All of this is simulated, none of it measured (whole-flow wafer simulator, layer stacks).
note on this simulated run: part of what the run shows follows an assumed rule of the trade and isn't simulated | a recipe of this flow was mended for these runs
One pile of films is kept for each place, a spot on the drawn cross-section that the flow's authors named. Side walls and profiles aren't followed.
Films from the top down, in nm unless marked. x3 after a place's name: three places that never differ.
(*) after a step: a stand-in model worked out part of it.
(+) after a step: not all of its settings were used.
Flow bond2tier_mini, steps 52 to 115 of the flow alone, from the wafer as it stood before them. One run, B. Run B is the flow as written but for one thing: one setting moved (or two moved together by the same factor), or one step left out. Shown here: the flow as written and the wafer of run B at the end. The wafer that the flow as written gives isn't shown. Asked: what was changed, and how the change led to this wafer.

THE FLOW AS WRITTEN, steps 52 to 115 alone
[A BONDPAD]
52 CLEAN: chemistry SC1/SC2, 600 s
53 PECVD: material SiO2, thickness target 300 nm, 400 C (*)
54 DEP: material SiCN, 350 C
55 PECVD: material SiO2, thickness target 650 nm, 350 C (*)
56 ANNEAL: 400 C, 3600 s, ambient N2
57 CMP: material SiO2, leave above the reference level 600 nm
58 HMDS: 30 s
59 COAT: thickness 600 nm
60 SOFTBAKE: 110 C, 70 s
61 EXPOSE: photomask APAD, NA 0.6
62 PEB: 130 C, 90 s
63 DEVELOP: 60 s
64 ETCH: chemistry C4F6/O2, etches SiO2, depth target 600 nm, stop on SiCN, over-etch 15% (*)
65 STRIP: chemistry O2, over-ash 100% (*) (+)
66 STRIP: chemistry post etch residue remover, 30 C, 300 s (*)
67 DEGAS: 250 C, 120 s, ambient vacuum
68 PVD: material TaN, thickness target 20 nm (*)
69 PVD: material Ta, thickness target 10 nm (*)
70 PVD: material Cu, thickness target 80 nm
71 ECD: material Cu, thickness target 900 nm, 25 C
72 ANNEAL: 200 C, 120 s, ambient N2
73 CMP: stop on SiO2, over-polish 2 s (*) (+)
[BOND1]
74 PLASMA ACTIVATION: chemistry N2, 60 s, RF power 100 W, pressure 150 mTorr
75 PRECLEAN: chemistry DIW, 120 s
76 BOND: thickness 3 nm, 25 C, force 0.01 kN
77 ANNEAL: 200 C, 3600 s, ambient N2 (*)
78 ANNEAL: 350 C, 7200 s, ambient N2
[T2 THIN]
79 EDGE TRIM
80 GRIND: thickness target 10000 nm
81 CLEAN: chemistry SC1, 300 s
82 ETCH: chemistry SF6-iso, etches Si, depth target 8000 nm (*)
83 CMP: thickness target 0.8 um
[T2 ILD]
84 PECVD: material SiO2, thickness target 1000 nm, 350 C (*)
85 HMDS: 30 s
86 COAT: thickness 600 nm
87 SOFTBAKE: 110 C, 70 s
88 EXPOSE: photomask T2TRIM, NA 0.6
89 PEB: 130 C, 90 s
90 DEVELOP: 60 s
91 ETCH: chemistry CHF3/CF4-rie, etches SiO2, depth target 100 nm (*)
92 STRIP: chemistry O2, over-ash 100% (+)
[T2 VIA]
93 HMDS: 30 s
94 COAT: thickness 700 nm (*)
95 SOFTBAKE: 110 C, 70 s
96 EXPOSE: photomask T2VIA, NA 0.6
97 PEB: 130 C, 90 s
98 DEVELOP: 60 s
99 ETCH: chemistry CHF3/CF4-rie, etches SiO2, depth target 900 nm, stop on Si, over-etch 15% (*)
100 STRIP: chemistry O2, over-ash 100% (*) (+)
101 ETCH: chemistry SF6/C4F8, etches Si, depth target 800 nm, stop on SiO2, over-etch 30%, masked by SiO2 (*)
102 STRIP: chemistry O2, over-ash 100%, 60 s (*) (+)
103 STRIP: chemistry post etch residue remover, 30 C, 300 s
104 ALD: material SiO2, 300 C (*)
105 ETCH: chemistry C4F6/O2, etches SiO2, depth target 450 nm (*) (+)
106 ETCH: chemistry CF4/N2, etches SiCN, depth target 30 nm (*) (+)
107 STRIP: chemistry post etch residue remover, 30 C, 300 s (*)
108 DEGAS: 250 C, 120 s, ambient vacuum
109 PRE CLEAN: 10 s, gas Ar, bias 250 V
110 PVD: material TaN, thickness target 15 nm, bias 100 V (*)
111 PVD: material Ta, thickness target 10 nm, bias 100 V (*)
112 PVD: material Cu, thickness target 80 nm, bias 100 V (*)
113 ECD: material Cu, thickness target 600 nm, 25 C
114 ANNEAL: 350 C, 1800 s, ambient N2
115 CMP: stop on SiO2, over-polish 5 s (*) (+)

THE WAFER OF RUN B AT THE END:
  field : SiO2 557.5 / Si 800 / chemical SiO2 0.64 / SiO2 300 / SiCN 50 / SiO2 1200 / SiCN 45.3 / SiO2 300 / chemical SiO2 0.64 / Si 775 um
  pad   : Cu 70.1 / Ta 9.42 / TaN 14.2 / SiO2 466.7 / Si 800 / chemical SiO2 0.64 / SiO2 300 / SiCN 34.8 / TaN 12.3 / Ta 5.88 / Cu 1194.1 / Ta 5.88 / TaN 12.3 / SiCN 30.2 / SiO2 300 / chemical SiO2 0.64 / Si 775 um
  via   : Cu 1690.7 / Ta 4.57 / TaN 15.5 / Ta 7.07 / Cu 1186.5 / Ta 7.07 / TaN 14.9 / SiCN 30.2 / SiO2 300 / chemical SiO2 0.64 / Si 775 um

The cause: step 54, DEP: 374 C was run, where the flow has 350 C.

How the change led to this, step by step:
  54 DEP: material SiCN, 350 C
      field, pad, via: SiCN +45.3 (new film) (as written it would be: SiCN +50 (new film))
